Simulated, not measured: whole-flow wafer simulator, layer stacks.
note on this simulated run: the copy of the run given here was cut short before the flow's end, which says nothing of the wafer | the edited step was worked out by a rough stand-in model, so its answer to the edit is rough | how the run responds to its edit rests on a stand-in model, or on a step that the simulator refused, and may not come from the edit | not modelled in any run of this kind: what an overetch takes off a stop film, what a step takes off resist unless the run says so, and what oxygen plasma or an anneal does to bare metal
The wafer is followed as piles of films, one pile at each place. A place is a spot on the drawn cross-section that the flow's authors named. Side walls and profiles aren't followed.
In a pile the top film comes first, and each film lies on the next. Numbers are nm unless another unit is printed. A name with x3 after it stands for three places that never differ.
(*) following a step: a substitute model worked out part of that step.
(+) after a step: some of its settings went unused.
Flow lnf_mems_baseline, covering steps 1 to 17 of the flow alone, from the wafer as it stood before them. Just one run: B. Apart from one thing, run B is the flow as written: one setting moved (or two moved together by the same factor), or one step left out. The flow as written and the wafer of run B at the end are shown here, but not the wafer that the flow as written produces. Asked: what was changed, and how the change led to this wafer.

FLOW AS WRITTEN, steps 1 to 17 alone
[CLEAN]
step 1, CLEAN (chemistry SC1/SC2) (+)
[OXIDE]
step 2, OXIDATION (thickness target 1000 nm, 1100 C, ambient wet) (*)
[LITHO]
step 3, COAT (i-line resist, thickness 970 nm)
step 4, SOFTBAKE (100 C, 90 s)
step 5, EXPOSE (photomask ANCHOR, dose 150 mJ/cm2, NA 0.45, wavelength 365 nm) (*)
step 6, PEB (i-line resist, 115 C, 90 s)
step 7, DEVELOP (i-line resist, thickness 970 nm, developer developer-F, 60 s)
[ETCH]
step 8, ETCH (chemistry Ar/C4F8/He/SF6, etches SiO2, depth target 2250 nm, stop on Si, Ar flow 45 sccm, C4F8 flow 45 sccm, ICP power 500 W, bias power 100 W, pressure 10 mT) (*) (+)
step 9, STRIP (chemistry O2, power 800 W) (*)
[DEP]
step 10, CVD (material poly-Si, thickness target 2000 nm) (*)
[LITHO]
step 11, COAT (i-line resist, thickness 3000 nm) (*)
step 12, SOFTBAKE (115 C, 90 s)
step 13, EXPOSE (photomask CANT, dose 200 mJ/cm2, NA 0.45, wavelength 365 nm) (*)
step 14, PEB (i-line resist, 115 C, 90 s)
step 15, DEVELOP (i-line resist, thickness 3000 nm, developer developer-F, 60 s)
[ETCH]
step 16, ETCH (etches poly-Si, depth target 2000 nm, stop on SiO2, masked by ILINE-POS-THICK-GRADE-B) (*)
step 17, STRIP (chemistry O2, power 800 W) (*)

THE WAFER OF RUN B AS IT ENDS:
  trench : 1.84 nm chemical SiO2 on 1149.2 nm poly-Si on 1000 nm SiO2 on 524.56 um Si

Cause: step 16, ETCH: depth target 850 nm was run, whereas the flow has depth target 2000 nm.

The path from the change to this, step by step:
  step 16, ETCH (etches poly-Si, depth target 2000 nm, stop on SiO2, masked by ILINE-POS-THICK-GRADE-B) (*)
      trench, char_slit: poly-Si loses 850 (it would be, as written: poly-Si loses 2000 (all of it))
      field, anchor, beam: i-line resist loses 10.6 (it would be, as written: i-line resist loses 25)
  step 17, STRIP (chemistry O2, power 800 W) (*)
      trench, char_slit: chemical SiO2 gains 1.84 (new film), poly-Si loses 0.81 (it would be, as written: nothing)
